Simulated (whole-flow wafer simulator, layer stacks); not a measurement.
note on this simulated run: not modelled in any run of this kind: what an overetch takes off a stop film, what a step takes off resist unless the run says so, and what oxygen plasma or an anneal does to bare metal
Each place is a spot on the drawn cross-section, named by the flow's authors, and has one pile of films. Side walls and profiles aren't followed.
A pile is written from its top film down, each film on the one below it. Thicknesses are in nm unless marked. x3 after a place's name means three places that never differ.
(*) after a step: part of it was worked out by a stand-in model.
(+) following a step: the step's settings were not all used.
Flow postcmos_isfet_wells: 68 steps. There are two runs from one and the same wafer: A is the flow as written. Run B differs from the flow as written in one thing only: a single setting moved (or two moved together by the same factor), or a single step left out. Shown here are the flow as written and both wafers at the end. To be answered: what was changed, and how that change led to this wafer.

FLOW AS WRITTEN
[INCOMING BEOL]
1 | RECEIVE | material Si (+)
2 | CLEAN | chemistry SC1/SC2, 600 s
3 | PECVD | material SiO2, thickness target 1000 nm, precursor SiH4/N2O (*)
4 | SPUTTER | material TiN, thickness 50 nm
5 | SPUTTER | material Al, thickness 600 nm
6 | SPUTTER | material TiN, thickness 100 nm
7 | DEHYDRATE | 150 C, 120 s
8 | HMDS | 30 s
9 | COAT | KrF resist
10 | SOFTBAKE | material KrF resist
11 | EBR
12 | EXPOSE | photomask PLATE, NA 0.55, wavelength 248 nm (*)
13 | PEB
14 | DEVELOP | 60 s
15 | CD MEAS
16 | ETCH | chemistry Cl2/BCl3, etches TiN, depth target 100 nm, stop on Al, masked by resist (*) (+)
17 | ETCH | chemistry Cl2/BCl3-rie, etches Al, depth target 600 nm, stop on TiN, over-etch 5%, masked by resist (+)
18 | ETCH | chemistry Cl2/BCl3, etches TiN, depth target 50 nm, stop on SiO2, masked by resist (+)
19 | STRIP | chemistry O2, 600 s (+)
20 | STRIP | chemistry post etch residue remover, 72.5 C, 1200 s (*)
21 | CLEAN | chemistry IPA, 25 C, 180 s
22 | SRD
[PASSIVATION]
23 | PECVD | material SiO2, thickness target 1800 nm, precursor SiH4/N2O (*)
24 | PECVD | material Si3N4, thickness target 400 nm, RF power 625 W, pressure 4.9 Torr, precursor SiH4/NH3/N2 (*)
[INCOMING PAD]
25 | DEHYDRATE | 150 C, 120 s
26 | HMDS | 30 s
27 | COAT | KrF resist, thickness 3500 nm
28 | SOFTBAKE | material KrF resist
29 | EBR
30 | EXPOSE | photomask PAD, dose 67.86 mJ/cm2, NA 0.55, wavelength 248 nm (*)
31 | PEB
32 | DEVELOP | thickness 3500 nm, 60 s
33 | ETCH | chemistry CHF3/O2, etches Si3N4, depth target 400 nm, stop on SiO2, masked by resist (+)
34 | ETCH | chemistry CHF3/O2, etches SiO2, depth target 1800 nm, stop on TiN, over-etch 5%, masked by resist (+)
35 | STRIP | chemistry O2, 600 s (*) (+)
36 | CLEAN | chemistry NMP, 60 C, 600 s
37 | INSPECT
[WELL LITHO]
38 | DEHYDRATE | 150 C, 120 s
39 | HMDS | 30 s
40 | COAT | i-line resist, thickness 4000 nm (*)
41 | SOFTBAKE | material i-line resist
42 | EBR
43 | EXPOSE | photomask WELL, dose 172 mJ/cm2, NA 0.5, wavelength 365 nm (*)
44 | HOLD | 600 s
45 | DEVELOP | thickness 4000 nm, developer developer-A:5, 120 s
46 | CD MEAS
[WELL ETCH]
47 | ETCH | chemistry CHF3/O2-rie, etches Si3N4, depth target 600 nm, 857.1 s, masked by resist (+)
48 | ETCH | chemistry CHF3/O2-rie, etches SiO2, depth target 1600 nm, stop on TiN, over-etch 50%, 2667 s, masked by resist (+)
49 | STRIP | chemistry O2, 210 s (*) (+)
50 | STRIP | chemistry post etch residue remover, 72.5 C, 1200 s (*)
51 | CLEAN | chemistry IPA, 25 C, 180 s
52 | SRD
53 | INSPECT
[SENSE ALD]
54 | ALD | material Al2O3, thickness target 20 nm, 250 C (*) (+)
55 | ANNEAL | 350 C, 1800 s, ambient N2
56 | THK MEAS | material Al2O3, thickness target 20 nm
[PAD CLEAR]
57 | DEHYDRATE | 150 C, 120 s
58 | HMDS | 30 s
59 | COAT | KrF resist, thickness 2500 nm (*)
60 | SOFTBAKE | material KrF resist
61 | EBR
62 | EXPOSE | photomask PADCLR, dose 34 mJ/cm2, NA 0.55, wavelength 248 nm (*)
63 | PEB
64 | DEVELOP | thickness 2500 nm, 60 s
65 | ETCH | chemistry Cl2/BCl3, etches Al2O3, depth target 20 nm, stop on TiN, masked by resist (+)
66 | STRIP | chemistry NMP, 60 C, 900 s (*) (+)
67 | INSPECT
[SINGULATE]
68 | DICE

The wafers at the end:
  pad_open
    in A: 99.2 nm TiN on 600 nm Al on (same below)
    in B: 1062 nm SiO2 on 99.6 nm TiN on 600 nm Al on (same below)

Cause: step 34, ETCH: depth target 738 nm was run, whereas the flow has depth target 1800 nm.

How this came from the change, step by step:
  34 | ETCH | chemistry CHF3/O2, etches SiO2, depth target 1800 nm, stop on TiN, over-etch 5%, masked by resist (+)
      pad_open: A SiO2 loses 1800 (all of it) | B SiO2 loses 738
      field, margin, well900, well1300 x3, pad_rim, pad_clr: A KrF resist loses 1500 | B KrF resist loses 615
  35 | STRIP | chemistry O2, 600 s (*) (+)
      field, margin, well900, well1300 x3, pad_rim, pad_clr: A KrF resist loses 1613.3 (all of it) | B KrF resist loses 2498.3 (all of it)
  40 | COAT | i-line resist, thickness 4000 nm (*)
      pad_clr: A i-line resist gains 3256.8 (new film) | B i-line resist gains 3599.4 (new film)
      pad_open: A i-line resist gains 4804.7 (new film) | B i-line resist gains 4420.7 (new film)
  41 | SOFTBAKE | material i-line resist
      pad_clr: A i-line resist loses 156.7 | B i-line resist loses 61.9
      pad_open: A i-line resist gains 115.3 | B i-line resist gains 63.4
  49 | STRIP | chemistry O2, 210 s (*) (+)
      pad_clr: A i-line resist loses 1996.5 (all of it) | B i-line resist loses 2433.8 (all of it)
      pad_open: A i-line resist loses 3816.3 (all of it) | B i-line resist loses 3380.4 (all of it)
  59 | COAT | KrF resist, thickness 2500 nm (*)
      pad_rim: A KrF resist gains 1976.4 (new film) | B KrF resist gains 2223.5 (new film)
      pad_clr: A KrF resist gains 1691.6 (new film) | B KrF resist gains 2061.9 (new film)
      (as well as at 1 more place)
  60 | SOFTBAKE | material KrF resist
      pad_clr: A KrF resist loses 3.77 | B KrF resist loses 1.93
  63 | PEB
      pad_rim: A KrF resist loses 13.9 | B KrF resist loses 15.7
      pad_clr: A KrF resist loses 11.8 | B KrF resist loses 14.5
      (as well as at 1 more place)
  64 | DEVELOP | thickness 2500 nm, 60 s
      pad_clr: A KrF resist loses 1676 (all of it) | B KrF resist loses 2045.5 (all of it)
      pad_open: A KrF resist loses 3045.1 (all of it) | B KrF resist loses 2775.6 (all of it)
  66 | STRIP | chemistry NMP, 60 C, 900 s (*) (+)
      pad_rim: A KrF resist loses 1923.7 (all of it) | B KrF resist loses 2168.6 (all of it)
